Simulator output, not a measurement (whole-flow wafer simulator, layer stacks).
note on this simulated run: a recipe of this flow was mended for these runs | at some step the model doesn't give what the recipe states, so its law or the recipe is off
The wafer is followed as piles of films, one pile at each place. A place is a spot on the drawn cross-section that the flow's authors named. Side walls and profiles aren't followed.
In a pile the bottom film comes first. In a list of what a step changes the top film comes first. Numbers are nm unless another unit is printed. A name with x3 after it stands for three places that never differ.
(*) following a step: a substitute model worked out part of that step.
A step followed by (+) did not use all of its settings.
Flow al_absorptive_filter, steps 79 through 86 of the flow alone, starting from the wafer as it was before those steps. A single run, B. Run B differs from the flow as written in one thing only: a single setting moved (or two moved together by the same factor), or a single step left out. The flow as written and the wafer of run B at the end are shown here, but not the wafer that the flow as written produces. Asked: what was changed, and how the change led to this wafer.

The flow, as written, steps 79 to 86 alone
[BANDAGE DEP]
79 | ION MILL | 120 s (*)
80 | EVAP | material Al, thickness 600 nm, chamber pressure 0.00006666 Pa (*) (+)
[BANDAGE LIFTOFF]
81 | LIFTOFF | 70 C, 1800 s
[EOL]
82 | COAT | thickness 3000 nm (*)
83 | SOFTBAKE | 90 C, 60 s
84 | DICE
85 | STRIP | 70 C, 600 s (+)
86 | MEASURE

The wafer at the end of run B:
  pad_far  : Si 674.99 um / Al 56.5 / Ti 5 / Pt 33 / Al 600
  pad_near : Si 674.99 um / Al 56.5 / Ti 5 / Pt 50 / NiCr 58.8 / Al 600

What caused this: step 79, ION MILL: 139 s was run, while the flow as written has 120 s.

How this came from the change, step by step:
  79 | ION MILL | 120 s (*)
      gnd, ledge, res and 9 more: i-line-resist loses 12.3 (as written it would have been: i-line-resist loses 10.7)
      pad_far: Pt loses 17 (as written it would have been: Pt loses 14.7)
      (as well as at 1 more place)
